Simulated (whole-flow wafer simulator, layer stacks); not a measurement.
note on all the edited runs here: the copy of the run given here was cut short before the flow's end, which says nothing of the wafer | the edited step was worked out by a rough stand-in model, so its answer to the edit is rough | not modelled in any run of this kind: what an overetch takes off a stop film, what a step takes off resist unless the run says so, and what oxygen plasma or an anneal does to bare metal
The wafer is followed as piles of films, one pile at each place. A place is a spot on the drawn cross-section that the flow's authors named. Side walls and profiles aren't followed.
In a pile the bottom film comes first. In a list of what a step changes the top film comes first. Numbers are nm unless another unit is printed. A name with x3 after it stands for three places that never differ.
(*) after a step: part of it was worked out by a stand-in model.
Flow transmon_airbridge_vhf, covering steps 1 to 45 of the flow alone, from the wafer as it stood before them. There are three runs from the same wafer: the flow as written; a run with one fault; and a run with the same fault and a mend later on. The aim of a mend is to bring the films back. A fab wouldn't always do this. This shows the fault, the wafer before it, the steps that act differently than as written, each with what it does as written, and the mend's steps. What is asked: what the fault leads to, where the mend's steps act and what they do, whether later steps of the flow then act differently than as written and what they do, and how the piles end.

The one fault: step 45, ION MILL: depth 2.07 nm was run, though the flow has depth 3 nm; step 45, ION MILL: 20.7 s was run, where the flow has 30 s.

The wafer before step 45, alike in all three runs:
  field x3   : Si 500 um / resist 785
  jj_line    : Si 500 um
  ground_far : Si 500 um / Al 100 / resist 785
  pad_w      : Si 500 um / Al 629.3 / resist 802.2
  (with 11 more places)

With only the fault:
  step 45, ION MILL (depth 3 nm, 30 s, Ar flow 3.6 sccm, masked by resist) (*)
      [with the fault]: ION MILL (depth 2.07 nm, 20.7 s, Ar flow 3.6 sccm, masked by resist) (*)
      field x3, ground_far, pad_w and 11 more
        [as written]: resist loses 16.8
        [with the fault]: resist loses 11.6
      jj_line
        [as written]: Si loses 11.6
        [with the fault]: Si loses 8.03
  Every later step of the flow that is run acts as written at every place that is followed.
  At the end the piles are close to the flow's at the places that both follow, differing by at most 2% or 0.5 nm, whichever is larger.

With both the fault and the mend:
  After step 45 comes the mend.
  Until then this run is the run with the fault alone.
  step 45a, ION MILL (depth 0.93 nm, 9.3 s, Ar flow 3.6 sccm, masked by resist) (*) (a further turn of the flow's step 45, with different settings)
      field x3, ground_far, pad_w and 11 more
        resist loses 5.2
      jj_line
        Si loses 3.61
  Every later step of the flow that is run acts as written at every place that is followed.
  By the end, the piles equal the flow's at every place that both follow.
